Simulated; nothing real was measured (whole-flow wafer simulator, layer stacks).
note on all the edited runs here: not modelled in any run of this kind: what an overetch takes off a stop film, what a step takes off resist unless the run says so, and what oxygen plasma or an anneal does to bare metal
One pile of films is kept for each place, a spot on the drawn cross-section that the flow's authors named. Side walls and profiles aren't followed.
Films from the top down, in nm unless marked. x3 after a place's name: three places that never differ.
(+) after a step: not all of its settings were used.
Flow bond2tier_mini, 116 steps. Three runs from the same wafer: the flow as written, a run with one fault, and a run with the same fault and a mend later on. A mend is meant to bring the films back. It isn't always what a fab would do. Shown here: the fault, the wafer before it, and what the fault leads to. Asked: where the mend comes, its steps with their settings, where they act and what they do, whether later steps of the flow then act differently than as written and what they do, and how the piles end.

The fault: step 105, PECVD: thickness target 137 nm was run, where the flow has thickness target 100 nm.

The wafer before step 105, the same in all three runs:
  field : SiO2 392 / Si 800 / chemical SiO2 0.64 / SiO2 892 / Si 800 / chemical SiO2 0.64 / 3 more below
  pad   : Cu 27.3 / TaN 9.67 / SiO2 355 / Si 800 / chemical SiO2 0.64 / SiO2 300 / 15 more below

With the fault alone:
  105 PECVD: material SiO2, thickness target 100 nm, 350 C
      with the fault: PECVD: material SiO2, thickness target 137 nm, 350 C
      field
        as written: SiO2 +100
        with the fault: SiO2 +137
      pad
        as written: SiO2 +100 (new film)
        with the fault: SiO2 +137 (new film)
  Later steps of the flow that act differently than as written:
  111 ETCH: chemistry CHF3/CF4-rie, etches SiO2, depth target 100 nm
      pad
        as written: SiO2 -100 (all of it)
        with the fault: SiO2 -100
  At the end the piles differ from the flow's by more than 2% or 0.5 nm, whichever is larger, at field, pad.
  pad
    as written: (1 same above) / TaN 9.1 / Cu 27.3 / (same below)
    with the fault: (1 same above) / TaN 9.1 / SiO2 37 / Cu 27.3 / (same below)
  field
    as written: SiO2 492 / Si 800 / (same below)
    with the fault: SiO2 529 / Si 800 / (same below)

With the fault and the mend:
  The mend comes after step 110.
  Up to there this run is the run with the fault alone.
  110a STRIP: chemistry O2, over-ash 100% (+)
      field
        KrF resist -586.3 (all of it)
  110b ETCH: chemistry CHF3/CF4-rie, etches SiO2, depth target 37 nm (the flow's step 62 once more, with other settings)
      field, pad
        SiO2 -37
  110c COAT: KrF resist, thickness 600 nm (the flow's step 106 once more)
      field, pad
        KrF resist +600 (new film)
  110d SOFTBAKE: KrF resist (the flow's step 107 once more)
      changes no film at any place that is followed
  110e EXPOSE: photomask T3PAD, NA 0.6 (the flow's step 108 once more)
      changes no film at any place that is followed
  110f PEB: KrF resist (the flow's step 109 once more)
      changes no film at any place that is followed
  110g DEVELOP: developer TMAH-0.26N, 60 s (the flow's step 110 once more)
      field
        KrF resist -13.7
      pad
        KrF resist -600 (all of it)
  No later step of the flow acts differently than as written at any place that is followed.
  At the end the piles are the same as the flow's at every place that both follow.
